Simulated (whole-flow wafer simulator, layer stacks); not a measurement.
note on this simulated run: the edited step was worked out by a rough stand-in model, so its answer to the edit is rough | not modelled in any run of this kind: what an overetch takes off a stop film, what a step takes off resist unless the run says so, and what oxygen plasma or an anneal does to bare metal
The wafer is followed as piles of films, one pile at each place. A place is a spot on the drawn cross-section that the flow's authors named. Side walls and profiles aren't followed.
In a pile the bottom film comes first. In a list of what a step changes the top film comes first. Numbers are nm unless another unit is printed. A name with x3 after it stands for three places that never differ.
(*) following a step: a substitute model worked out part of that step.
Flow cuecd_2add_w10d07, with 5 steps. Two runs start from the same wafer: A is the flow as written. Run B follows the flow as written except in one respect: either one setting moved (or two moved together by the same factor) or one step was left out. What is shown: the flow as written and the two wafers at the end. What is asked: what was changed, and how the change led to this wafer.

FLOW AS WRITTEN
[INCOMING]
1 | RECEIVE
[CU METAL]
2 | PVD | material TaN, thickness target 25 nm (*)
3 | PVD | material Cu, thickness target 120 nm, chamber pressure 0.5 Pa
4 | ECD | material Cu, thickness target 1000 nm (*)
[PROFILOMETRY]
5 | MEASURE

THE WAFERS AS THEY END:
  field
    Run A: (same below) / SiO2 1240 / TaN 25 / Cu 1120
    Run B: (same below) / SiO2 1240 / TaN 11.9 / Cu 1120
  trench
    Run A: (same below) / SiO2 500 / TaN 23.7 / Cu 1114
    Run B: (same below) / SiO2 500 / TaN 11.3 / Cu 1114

Cause: step 2, PVD: thickness target 11.9 nm was run, though the flow has thickness target 25 nm.
The wafer lets one read it off: field has TaN 11.9, and step 2 as written asks for 25 nm.

How this came from the change, step by step:
  2 | PVD | material TaN, thickness target 25 nm (*)
      field: A TaN gains 25 (new film) | B TaN gains 11.9 (new film)
      trench: A TaN gains 23.7 (new film) | B TaN gains 11.3 (new film)
